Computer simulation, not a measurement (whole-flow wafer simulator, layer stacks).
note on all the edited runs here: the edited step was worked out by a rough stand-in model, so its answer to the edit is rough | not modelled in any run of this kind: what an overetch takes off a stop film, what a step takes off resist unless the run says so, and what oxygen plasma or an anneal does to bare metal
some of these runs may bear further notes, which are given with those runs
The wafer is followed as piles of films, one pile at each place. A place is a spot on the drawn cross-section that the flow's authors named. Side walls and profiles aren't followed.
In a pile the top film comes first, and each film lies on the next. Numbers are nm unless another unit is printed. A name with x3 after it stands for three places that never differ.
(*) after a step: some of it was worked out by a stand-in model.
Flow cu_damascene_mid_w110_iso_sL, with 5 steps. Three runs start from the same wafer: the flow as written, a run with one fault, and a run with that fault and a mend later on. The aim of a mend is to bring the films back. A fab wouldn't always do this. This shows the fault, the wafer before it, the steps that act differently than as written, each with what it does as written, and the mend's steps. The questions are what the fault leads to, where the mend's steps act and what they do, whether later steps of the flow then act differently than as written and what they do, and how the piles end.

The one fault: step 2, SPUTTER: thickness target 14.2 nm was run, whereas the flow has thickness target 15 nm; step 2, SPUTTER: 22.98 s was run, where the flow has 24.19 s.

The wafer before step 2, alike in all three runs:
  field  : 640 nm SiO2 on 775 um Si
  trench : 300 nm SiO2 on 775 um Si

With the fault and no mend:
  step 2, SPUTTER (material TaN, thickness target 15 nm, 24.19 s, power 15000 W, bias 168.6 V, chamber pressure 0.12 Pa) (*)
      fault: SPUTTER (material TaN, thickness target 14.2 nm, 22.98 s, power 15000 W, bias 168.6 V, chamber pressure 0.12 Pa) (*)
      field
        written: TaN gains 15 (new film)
        fault: TaN gains 14.2 (new film)
  Later steps of the flow that are run all act as written at every place that is followed, up to a difference of at most 2% or 0.5 nm, whichever is larger.
  The piles end different from the flow's at field by more than 2% or 0.5 nm, whichever is larger.
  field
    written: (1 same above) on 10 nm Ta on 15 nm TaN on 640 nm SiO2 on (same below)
    fault: (1 same above) on 10 nm Ta on 14.2 nm TaN on 640 nm SiO2 on (same below)

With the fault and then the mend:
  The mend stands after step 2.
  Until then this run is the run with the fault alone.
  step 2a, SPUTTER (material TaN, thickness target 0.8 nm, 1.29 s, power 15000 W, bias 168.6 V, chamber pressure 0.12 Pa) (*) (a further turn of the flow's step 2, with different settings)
      field
        TaN gains 0.8
      trench
        TaN gains 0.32
  Later steps of the flow that are run all act as written at every place that is followed.
  The piles end only slightly different from the flow's at the places that both follow, by no more than 2% or 0.5 nm, whichever is larger.
